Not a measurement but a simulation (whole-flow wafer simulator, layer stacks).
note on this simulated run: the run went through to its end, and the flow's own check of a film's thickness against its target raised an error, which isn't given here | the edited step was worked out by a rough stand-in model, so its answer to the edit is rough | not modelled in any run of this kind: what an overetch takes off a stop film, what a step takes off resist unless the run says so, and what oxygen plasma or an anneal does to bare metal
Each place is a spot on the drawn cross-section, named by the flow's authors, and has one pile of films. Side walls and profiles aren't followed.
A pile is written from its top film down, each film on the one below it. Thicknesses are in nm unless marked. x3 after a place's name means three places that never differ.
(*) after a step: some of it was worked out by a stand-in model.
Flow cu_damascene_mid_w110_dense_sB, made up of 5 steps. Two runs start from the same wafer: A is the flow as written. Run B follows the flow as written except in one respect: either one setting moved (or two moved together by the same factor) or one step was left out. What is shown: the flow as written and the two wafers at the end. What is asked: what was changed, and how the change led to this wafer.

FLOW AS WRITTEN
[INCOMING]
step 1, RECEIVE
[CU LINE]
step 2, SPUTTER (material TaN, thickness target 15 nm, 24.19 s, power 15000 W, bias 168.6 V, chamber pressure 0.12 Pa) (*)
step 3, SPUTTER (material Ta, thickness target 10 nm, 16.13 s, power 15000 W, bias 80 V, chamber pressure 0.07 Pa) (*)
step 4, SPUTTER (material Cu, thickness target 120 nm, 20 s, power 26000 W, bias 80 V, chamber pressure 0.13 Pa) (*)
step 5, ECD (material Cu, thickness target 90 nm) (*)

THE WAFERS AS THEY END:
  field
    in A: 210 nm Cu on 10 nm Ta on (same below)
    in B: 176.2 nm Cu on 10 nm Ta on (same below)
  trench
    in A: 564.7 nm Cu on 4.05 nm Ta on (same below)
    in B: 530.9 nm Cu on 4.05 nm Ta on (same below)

What caused this: step 5, ECD: thickness target 56.2 nm was run, though the flow has thickness target 90 nm.

The path from the change to this, step by step:
  step 5, ECD (material Cu, thickness target 90 nm) (*)
      field: A +90 Cu | B +56.2 Cu
      trench: A +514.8 Cu | B +481 Cu
